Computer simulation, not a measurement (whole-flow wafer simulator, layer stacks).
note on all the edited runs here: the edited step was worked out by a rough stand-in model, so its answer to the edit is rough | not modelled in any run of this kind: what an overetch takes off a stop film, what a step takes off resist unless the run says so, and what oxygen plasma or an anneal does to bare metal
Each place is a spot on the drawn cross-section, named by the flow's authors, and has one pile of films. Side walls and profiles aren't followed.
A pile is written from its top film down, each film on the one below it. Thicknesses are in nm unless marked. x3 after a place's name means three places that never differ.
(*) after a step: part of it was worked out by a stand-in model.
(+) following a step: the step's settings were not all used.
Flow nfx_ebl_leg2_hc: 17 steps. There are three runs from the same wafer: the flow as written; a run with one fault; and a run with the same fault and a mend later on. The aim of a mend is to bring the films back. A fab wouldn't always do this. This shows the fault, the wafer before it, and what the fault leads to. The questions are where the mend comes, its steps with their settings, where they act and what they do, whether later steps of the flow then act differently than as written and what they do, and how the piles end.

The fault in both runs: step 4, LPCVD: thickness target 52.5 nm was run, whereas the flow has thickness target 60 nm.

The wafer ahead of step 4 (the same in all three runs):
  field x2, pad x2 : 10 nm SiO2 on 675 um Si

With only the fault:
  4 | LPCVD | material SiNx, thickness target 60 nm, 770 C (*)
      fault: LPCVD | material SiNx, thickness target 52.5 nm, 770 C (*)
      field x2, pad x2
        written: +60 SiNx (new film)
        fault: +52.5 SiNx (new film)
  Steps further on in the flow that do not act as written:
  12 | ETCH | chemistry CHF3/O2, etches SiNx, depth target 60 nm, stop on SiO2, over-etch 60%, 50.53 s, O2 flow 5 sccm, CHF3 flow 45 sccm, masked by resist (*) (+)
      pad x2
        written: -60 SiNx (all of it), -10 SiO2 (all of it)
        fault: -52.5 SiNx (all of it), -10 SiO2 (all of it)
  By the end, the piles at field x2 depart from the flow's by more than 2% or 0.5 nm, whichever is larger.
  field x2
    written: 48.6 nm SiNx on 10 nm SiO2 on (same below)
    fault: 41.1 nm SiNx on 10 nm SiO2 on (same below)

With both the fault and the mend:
  The mend follows step 5.
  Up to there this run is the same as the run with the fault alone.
  5a | LPCVD | material SiNx, thickness target 7.5 nm, 770 C (*) (a further turn of the flow's step 4, with different settings)
      field x2, pad x2
        +7.5 SiNx
  Later steps of the flow that are run all act as written at every place that is followed.
  The piles end the same as the flow's at every place that both follow.
